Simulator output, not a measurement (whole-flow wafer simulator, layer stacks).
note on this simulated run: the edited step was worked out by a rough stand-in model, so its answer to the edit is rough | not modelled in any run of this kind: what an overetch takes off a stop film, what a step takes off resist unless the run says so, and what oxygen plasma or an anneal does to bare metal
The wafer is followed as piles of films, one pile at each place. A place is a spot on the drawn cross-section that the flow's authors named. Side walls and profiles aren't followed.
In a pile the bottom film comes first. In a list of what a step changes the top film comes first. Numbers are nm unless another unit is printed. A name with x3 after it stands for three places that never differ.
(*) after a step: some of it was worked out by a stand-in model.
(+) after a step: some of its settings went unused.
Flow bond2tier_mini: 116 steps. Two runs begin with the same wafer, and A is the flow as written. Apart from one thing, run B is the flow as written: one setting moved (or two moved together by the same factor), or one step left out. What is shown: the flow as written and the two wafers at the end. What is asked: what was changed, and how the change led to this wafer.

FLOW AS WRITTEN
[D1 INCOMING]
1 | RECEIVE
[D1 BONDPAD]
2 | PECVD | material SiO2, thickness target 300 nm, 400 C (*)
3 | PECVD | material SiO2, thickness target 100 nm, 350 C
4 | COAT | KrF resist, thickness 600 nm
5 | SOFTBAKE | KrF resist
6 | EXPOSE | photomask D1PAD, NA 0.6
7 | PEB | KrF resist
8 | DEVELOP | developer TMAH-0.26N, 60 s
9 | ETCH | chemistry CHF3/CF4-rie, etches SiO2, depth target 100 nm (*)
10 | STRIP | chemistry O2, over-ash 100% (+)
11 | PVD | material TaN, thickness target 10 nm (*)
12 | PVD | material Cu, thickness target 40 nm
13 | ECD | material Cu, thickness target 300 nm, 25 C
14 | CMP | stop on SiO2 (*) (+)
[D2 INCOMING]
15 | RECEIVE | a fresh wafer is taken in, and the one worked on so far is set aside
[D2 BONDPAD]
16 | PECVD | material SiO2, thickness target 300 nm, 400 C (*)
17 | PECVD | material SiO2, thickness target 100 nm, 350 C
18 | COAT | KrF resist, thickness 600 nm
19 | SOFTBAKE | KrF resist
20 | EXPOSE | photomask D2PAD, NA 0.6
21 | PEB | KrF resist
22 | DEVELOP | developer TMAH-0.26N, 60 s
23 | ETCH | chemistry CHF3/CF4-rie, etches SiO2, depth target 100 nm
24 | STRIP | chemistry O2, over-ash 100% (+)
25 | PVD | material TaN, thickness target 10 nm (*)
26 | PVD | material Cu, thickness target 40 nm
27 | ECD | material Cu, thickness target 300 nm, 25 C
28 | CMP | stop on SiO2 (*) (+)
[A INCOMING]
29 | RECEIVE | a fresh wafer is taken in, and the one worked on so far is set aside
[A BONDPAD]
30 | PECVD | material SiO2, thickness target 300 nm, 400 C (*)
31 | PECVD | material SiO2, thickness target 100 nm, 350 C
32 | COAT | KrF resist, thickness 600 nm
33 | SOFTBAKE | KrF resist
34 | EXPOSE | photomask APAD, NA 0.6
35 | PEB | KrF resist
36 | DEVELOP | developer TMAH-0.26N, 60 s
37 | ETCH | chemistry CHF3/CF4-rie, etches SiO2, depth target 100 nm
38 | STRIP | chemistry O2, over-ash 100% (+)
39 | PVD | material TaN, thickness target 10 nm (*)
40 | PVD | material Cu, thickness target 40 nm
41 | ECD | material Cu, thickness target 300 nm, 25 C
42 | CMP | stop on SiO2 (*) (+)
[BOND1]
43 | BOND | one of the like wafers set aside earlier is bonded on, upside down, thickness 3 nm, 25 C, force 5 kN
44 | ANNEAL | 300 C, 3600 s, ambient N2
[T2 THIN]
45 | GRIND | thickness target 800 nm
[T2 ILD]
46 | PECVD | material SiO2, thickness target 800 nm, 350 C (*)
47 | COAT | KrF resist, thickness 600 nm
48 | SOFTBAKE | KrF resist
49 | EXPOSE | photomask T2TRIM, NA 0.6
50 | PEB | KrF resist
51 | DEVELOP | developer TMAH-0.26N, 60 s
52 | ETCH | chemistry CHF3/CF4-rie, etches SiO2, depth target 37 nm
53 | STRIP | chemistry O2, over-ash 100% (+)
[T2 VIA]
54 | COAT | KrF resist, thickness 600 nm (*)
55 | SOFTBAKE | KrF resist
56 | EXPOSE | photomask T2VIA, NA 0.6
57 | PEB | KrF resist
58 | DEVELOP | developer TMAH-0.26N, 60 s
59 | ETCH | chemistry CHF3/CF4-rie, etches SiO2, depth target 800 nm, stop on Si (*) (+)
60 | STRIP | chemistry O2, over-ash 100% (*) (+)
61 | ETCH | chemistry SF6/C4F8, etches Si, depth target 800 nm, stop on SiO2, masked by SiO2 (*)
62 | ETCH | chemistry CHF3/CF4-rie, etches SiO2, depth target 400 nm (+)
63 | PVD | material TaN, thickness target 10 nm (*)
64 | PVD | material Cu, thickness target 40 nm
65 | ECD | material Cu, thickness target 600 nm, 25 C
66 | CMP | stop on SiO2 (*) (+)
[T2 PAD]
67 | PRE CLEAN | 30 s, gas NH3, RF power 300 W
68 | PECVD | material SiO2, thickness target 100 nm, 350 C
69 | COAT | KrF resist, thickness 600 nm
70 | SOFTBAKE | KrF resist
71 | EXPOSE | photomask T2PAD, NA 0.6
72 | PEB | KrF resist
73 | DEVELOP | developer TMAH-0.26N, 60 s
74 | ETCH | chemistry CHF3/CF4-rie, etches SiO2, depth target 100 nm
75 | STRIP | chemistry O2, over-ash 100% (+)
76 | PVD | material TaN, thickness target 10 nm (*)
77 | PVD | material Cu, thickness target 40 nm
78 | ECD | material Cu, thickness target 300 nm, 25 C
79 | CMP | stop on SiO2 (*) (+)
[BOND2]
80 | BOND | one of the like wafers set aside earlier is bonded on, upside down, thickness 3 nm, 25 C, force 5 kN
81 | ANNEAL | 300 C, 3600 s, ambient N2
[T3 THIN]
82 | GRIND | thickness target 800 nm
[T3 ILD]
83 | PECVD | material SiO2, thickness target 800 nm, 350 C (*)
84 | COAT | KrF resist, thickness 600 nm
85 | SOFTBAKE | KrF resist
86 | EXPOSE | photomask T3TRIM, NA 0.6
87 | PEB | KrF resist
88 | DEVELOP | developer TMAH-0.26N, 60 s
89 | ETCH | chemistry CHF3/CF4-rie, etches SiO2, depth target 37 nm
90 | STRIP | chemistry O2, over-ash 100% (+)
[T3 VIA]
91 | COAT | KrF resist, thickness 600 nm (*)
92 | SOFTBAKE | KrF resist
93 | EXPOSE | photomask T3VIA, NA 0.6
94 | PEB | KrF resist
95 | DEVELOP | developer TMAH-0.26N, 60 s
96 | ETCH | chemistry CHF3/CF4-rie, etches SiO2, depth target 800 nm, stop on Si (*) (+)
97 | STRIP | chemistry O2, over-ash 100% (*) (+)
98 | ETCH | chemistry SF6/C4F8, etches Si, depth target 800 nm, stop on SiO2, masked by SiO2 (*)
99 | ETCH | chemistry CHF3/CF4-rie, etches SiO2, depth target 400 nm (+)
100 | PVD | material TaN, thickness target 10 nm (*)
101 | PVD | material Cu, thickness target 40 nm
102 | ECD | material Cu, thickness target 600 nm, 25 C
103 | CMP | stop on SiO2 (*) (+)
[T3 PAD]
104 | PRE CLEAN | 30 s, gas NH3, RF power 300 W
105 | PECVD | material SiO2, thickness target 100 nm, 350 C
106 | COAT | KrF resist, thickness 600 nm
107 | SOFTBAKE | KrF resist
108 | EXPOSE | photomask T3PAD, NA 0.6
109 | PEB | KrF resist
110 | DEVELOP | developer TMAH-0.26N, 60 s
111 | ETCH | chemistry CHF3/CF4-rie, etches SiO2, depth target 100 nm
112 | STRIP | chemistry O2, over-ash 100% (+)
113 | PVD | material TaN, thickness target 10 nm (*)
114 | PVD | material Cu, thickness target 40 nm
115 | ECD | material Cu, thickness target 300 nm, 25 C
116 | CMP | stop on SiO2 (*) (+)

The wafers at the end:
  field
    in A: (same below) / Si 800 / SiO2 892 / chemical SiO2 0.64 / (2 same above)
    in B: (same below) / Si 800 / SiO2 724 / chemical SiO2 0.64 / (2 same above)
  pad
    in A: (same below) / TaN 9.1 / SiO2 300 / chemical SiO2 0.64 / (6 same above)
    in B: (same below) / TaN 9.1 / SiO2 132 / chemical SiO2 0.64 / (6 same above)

The reason: step 16, PECVD: thickness target 132 nm was run, while the flow as written has thickness target 300 nm.
The wafer itself shows it: pad has SiO2 132, and step 16 as written asks for 300 nm.

Step by step, how the change led to this:
  16 | PECVD | material SiO2, thickness target 300 nm, 400 C (*)
      field, pad, via: A SiO2 gains 300 (new film) | B SiO2 gains 132 (new film)
  80 | BOND | one of the like wafers set aside earlier is bonded on, upside down, thickness 3 nm, 25 C, force 5 kN
      field: A Si gains 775 um (new film), chemical SiO2 gains 0.64 (new film), SiO2 gains 400 | B Si gains 775 um (new film), chemical SiO2 gains 0.64 (new film), SiO2 gains 232
      pad: A Si gains 775 um (new film), chemical SiO2 gains 0.64 (new film), SiO2 gains 300 (new film), TaN gains 9.1 (new film), Cu gains 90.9 | B Si gains 775 um (new film), chemical SiO2 gains 0.64 (new film), SiO2 gains 132 (new film), TaN gains 9.1 (new film), Cu gains 90.9
